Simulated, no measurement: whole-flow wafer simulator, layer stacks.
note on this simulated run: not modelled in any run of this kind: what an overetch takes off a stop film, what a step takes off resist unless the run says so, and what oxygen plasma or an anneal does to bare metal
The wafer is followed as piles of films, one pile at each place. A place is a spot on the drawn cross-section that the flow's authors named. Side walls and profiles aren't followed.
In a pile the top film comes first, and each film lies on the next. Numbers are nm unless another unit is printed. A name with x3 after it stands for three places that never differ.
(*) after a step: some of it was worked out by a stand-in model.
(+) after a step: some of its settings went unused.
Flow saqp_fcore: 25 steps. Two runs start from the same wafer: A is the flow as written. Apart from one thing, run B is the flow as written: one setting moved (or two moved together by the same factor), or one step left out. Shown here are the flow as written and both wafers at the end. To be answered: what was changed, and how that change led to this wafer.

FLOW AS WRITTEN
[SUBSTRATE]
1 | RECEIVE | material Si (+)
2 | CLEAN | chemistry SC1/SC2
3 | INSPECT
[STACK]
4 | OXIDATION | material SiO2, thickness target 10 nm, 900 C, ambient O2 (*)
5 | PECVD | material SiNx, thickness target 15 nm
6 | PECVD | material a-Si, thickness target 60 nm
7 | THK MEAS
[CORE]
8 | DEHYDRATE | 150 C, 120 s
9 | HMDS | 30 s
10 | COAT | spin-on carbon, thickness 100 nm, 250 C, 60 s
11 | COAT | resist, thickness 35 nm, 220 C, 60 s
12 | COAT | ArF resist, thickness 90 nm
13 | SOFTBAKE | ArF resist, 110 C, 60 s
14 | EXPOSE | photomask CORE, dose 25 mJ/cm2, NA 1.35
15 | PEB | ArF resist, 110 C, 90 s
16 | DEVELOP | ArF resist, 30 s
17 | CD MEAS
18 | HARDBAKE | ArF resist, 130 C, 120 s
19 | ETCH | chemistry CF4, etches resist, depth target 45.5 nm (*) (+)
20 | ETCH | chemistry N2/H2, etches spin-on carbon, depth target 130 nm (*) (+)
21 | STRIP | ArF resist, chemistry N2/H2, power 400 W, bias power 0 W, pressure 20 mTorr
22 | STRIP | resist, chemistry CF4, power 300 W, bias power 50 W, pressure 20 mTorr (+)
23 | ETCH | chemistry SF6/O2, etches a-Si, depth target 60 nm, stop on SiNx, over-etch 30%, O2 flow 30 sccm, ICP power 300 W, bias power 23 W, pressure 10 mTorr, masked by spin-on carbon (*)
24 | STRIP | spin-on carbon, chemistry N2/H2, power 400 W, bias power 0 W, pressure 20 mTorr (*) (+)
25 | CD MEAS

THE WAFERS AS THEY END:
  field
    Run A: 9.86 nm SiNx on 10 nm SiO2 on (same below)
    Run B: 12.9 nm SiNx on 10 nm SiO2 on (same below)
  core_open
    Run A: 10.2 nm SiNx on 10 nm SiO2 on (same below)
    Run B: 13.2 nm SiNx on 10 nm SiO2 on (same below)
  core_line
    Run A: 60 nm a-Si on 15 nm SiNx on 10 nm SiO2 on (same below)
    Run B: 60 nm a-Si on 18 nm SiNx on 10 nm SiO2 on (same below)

Cause: step 5, PECVD: thickness target 18 nm was run, whereas the flow has thickness target 15 nm.
One can read it off the wafer: core_line has SiNx 18, and step 5 as written asks for 15 nm.

The path from the change to this, step by step:
  5 | PECVD | material SiNx, thickness target 15 nm
      field, core_open, core_line: A +15 SiNx (new film) | B +18 SiNx (new film)
